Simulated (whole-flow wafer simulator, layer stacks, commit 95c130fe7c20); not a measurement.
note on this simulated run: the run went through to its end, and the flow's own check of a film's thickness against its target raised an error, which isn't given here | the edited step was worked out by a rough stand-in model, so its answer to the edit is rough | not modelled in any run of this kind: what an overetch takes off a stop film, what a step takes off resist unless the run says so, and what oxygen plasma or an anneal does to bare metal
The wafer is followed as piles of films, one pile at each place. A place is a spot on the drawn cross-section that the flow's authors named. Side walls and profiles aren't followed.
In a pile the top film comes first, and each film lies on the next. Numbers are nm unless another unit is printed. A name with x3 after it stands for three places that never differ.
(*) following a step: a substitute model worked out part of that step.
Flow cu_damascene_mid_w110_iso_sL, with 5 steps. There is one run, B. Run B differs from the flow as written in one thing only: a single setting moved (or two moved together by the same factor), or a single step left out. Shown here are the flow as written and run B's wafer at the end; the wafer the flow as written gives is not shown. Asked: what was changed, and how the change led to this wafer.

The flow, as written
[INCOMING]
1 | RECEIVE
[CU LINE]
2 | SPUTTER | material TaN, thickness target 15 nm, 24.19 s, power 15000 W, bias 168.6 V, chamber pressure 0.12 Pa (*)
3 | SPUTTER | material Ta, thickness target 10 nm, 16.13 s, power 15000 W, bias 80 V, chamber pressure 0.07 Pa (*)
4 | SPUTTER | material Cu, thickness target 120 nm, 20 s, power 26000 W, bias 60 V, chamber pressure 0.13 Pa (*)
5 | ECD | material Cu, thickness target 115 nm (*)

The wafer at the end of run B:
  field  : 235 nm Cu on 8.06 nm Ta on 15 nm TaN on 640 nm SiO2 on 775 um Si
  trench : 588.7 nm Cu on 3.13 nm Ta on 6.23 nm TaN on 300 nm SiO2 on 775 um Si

Cause: step 3, SPUTTER: power 12090 W was run, though the flow has power 15000 W.

The path from the change to this, step by step:
  3 | SPUTTER | material Ta, thickness target 10 nm, 16.13 s, power 15000 W, bias 80 V, chamber pressure 0.07 Pa (*)
      field: +8.06 Ta (new film) (as written it would have been: +10 Ta (new film))
      trench: +3.13 Ta (new film) (as written it would have been: +4.05 Ta (new film))
